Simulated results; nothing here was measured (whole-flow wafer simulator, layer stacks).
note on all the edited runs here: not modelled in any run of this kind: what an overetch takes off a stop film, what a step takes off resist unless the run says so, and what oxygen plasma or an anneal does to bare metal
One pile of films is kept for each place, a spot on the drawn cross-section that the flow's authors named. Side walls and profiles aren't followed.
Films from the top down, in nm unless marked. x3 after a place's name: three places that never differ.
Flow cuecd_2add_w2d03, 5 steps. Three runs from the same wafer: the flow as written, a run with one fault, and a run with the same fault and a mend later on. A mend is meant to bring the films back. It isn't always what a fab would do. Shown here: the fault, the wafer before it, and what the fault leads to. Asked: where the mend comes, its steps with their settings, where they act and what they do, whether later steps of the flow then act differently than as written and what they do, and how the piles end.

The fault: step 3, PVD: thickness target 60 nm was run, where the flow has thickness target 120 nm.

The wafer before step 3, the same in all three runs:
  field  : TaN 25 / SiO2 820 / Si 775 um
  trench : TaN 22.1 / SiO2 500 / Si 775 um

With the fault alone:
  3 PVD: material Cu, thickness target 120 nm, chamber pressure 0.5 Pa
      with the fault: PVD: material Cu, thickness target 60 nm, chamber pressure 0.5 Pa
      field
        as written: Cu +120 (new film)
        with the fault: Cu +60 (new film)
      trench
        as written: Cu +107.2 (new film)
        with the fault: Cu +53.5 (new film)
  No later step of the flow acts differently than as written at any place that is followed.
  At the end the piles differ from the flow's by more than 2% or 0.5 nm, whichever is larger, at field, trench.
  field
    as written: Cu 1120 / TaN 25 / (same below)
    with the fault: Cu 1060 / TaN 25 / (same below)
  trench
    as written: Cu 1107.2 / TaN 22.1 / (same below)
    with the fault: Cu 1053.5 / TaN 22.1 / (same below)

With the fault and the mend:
  The mend comes after step 3.
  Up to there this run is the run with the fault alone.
  3a PVD: material Cu, thickness target 60 nm, chamber pressure 0.5 Pa (the flow's step 3 once more, with other settings)
      field
        Cu +60
      trench
        Cu +53.2
  No later step of the flow acts differently than as written at any place that is followed.
  At the end the piles differ from the flow's only slightly at the places that both follow, by at most 2% or 0.5 nm, whichever is larger.
